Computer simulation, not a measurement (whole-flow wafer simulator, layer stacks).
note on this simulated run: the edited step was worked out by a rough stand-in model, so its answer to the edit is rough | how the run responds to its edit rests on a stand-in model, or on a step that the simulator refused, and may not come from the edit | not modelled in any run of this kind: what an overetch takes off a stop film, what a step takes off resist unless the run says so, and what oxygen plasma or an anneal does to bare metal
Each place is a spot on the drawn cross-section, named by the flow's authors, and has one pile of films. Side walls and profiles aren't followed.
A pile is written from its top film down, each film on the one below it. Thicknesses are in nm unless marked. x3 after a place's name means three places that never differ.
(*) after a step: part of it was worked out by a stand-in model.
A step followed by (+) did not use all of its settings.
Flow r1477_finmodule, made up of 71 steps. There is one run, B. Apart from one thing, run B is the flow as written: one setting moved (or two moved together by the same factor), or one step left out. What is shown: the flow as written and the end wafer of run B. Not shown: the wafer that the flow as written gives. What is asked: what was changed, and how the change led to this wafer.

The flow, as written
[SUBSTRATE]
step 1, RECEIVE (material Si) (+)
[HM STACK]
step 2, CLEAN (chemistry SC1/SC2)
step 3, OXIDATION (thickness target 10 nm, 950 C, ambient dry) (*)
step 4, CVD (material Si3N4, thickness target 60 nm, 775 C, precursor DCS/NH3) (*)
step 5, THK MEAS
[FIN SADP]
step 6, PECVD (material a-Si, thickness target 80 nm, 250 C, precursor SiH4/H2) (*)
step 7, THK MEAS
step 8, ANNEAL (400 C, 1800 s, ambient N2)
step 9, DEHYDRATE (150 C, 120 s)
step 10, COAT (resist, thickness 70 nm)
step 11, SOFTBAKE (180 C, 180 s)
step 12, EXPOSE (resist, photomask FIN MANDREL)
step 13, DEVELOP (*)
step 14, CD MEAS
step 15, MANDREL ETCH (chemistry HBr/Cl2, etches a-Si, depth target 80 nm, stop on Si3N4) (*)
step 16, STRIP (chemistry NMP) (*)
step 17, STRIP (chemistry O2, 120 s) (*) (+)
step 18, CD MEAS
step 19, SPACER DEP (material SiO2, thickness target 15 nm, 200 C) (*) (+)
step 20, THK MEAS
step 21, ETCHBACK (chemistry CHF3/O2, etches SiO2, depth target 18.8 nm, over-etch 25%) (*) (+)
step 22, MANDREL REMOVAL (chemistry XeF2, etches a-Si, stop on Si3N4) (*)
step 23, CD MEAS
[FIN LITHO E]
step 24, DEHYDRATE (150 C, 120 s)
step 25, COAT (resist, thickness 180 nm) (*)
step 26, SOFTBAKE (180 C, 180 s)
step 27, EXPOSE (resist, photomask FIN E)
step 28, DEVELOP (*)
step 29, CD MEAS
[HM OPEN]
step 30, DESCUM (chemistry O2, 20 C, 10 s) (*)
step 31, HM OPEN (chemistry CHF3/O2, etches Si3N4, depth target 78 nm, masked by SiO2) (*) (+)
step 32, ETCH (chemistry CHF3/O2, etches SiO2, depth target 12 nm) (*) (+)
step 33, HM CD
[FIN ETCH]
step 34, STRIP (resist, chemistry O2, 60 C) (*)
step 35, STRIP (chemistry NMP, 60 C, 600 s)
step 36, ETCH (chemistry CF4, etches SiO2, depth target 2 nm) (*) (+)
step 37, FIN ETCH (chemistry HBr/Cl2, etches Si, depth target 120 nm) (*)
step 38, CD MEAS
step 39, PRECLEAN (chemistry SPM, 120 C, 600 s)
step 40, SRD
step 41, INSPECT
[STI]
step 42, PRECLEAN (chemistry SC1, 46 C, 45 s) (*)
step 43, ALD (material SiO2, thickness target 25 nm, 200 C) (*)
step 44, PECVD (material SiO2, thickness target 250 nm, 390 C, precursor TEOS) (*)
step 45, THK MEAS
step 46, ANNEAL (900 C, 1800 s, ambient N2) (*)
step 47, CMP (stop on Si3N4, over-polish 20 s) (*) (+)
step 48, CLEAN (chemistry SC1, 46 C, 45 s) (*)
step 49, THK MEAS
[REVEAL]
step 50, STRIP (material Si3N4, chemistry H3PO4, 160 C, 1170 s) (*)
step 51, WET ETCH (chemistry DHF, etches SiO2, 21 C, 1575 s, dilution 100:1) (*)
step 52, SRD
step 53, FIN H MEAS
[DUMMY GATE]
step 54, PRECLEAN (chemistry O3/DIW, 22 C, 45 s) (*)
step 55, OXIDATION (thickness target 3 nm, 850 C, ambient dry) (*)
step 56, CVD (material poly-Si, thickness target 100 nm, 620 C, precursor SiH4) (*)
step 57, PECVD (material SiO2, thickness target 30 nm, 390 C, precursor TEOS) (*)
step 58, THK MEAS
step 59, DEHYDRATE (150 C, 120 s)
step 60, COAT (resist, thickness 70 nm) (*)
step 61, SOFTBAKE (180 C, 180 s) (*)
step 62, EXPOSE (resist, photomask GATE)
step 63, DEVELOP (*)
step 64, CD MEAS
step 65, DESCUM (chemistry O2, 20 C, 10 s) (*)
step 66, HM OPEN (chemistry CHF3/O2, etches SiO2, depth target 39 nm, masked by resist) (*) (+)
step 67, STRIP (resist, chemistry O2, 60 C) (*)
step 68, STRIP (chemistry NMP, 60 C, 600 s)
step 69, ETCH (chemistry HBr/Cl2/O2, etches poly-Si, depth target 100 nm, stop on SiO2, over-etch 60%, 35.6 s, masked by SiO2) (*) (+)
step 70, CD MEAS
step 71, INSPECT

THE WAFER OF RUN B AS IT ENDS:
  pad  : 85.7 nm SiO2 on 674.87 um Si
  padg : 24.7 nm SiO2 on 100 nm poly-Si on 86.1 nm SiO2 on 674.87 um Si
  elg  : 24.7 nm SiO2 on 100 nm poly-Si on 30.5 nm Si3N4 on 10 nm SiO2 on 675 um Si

Cause: step 51, WET ETCH: 1890 s was run, though the flow has 1575 s.

Step by step, how the change led to this:
  step 51, WET ETCH (chemistry DHF, etches SiO2, 21 C, 1575 s, dilution 100:1) (*)
      pad, padg, e40sg and 12 more: -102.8 SiO2 (in the flow as written it would be: -85.7 SiO2)
      elg, e40lg, e100lg, e200lg, elo, e40lo, e100lo, e200lo: -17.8 SiO2 (all of it), -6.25 Si3N4 (in the flow as written it would be: -17.8 SiO2 (all of it), -4.97 Si3N4)
      (as well as at 7 more places)
  step 56, CVD (material poly-Si, thickness target 100 nm, 620 C, precursor SiH4) (*)
      s40cg, s40co: +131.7 poly-Si (new film) (in the flow as written it would be: +113.9 poly-Si (new film))
      s45cg, s45co: +131.7 poly-Si (new film) (in the flow as written it would be: +113.4 poly-Si (new film))
      (as well as at 3 more places)
  step 60, COAT (resist, thickness 70 nm) (*)
      e40sg, eso, e40so: +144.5 resist (new film) (in the flow as written it would be: +129.5 resist (new film))
      e100sg, e100so: +144.4 resist (new film) (in the flow as written it would be: +129.4 resist (new film))
      (as well as at 14 more places)
  step 63, DEVELOP (*)
      eso, e40so: -144.5 resist (all of it) (in the flow as written it would be: -129.5 resist (all of it))
      e100so: -144.4 resist (all of it) (in the flow as written it would be: -129.4 resist (all of it))
      (as well as at 7 more places)
  step 67, STRIP (resist, chemistry O2, 60 C) (*)
      e40lg, e100lg, e200lg: -12 resist (all of it) (in the flow as written it would be: -12.8 resist (all of it))
      e40sg: -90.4 resist (all of it) (in the flow as written it would be: -75.4 resist (all of it))
      (as well as at 8 more places)
  step 69, ETCH (chemistry HBr/Cl2/O2, etches poly-Si, depth target 100 nm, stop on SiO2, over-etch 60%, 35.6 s, masked by SiO2) (*) (+)
      s40co: -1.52 chemical SiO2 (all of it), -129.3 poly-Si (all of it), -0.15 SiO2 (in the flow as written it would be: -1.46 chemical SiO2 (all of it), -111.5 poly-Si (all of it), -0.24 SiO2)
      s45co: -1.52 chemical SiO2 (all of it), -129.3 poly-Si (all of it), -0.15 SiO2 (in the flow as written it would be: -1.46 chemical SiO2 (all of it), -110.9 poly-Si (all of it), -0.25 SiO2)
      (as well as at 1 more place)
